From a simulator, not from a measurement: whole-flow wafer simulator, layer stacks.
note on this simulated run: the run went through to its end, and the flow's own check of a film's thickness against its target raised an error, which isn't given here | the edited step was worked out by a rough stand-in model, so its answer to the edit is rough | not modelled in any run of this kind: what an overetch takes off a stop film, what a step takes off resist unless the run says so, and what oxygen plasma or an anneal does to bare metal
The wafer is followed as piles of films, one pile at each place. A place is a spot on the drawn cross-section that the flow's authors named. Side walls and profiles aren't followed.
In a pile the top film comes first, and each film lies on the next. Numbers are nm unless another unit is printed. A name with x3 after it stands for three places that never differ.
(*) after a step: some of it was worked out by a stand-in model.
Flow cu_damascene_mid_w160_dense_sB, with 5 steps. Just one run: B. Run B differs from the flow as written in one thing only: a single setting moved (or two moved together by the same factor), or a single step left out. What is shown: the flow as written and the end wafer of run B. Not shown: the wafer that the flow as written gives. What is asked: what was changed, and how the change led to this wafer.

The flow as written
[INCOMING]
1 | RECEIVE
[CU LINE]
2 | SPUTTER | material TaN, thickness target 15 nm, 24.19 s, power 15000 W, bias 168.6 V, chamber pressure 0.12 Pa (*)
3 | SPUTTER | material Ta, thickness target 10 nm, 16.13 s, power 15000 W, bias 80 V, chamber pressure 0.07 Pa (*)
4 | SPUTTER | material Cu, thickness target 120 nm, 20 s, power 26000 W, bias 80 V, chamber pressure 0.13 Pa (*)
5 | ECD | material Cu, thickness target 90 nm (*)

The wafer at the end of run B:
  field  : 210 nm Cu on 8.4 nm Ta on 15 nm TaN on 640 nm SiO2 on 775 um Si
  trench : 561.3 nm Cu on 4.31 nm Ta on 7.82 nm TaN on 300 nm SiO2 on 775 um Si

Cause: step 3, SPUTTER: thickness target 8.4 nm was run, though the flow has thickness target 10 nm; step 3, SPUTTER: 13.47 s was run, where the flow has 16.13 s.
The wafer lets one read it off: field has Ta 8.4, and step 3 as written asks for 10 nm.

How this came from the change, step by step:
  3 | SPUTTER | material Ta, thickness target 10 nm, 16.13 s, power 15000 W, bias 80 V, chamber pressure 0.07 Pa (*)
      field: +8.4 Ta (new film) (it would be, as written: +10 Ta (new film))
      trench: +4.31 Ta (new film) (it would be, as written: +5.14 Ta (new film))
